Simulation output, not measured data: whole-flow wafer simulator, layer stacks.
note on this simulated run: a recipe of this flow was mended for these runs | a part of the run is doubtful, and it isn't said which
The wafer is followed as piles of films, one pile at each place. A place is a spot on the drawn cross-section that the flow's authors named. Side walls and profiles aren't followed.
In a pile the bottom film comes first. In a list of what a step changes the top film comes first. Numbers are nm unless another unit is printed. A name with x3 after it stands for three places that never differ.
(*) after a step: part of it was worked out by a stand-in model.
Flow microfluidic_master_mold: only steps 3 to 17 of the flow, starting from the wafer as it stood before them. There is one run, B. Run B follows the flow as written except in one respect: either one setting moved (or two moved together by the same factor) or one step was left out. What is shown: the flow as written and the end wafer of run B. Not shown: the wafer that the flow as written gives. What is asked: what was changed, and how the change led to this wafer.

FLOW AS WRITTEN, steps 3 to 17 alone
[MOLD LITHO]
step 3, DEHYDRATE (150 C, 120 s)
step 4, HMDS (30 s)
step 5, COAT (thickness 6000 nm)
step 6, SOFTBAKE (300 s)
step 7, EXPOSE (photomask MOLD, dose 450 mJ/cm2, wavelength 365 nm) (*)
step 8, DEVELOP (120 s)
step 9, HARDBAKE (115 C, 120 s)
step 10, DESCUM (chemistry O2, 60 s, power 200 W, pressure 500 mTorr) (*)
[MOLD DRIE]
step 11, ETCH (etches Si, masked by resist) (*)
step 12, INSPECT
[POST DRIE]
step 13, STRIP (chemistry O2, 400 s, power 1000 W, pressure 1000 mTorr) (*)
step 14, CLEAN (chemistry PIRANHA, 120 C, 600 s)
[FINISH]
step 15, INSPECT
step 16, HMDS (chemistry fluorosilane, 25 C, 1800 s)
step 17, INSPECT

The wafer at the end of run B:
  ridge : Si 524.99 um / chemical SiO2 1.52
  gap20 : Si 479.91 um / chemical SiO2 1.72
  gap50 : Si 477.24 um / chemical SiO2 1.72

The reason: step 5, COAT: thickness 4200 nm was run, while the flow as written has thickness 6000 nm.

How this came from the change, step by step:
  step 5, COAT (thickness 6000 nm)
      ridge, gap20, gap50, gap200 x2: thick-i-line-resist gains 4200 (new film) (it would be, as written: thick-i-line-resist gains 6000 (new film))
  step 8, DEVELOP (120 s)
      gap20, gap50, gap200 x2: thick-i-line-resist loses 4200 (all of it) (it would be, as written: thick-i-line-resist loses 6000 (all of it))
  step 9, HARDBAKE (115 C, 120 s)
      ridge: thick-i-line-resist loses 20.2 (it would be, as written: thick-i-line-resist loses 33.5)
  step 11, ETCH (etches Si, masked by resist) (*)
      gap20: chemical SiO2 loses 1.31 (all of it), Si loses 45.08 um (it would be, as written: chemical SiO2 loses 1.31 (all of it), Si loses 44.81 um)
      gap50: chemical SiO2 loses 1.31 (all of it), Si loses 47.75 um (it would be, as written: chemical SiO2 loses 1.31 (all of it), Si loses 47.62 um)
  step 13, STRIP (chemistry O2, 400 s, power 1000 W, pressure 1000 mTorr) (*)
      ridge: thick-i-line-resist loses 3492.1 (all of it), chemical SiO2 gains 0.92, Si loses 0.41 (it would be, as written: thick-i-line-resist loses 5278.7 (all of it), chemical SiO2 gains 0.78, Si loses 0.34)
